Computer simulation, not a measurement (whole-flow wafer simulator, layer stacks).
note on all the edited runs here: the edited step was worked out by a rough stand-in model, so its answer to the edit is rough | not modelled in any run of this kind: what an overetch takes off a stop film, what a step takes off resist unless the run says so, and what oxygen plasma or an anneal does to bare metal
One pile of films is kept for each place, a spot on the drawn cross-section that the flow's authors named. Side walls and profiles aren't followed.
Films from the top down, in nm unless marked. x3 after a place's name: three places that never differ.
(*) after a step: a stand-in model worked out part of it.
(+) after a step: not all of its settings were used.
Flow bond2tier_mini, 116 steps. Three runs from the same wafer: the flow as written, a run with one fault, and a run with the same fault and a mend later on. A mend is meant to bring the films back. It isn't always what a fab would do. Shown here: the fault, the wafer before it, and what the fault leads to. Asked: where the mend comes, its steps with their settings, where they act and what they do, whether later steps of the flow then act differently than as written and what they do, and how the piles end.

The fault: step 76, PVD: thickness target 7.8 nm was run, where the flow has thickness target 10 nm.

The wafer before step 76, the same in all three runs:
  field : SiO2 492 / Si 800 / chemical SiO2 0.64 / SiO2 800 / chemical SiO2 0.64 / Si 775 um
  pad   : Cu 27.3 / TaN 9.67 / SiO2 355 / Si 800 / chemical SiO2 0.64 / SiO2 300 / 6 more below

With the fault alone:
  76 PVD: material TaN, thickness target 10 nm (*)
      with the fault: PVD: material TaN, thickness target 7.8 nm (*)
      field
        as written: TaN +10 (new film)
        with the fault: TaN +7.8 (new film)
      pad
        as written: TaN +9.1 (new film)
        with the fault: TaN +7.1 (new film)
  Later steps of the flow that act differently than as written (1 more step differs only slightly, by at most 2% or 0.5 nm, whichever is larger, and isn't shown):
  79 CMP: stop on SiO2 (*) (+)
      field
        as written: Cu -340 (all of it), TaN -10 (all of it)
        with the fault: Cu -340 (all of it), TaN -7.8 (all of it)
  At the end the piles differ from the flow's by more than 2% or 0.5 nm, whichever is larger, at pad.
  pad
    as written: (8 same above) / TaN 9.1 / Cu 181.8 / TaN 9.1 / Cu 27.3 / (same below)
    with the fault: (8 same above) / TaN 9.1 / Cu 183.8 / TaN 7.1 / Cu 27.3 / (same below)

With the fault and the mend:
  The mend comes after step 76.
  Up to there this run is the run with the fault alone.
  76a PVD: material TaN, thickness target 2.2 nm (*) (the flow's step 76 once more, with other settings)
      field
        TaN +2.2
      pad
        TaN +2
  No later step of the flow acts differently than as written at any place that is followed.
  At the end the piles are the same as the flow's at every place that both follow.
